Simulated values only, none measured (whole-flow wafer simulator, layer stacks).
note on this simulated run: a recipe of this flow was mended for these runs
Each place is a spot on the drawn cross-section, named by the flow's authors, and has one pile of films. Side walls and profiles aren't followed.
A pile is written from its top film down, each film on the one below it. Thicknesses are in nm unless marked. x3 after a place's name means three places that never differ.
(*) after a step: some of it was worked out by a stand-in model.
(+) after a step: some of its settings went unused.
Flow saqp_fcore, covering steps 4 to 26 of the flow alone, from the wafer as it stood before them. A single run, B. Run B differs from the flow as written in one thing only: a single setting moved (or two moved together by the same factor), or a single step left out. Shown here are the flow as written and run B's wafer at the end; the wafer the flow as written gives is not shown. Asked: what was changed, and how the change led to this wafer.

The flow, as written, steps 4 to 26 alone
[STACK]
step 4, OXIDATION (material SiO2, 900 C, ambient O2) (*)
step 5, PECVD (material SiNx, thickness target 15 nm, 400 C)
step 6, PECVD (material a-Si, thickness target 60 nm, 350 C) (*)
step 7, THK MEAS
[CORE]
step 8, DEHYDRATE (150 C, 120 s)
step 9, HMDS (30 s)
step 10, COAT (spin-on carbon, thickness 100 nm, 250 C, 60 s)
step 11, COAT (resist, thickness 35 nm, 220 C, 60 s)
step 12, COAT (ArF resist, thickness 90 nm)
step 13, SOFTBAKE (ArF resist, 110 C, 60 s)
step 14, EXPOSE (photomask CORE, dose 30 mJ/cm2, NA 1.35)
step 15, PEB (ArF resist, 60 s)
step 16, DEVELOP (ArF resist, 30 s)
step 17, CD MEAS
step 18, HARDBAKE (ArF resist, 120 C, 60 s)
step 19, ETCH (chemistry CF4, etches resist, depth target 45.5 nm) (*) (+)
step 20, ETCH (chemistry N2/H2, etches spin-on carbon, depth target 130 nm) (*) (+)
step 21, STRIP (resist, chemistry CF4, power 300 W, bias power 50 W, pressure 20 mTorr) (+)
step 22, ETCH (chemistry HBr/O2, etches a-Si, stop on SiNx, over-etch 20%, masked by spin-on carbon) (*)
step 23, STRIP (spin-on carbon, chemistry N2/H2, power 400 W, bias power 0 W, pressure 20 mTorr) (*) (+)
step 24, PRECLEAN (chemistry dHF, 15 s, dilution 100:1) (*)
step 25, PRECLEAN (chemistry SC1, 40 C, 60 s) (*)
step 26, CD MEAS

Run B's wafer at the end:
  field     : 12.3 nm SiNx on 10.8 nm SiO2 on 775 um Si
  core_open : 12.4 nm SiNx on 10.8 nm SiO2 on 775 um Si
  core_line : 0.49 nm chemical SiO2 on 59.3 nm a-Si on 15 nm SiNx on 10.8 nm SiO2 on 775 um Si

What caused this: step 4, OXIDATION: 908 C was run, while the flow as written has 900 C.

Step by step, how the change led to this:
  step 4, OXIDATION (material SiO2, 900 C, ambient O2) (*)
      field, core_open, core_line: SiO2 gains 10.8 (new film), chemical SiO2 loses 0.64 (all of it), Si loses 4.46 (in the flow as written it would be: SiO2 gains 10 (new film), chemical SiO2 loses 0.64 (all of it), Si loses 4.12)
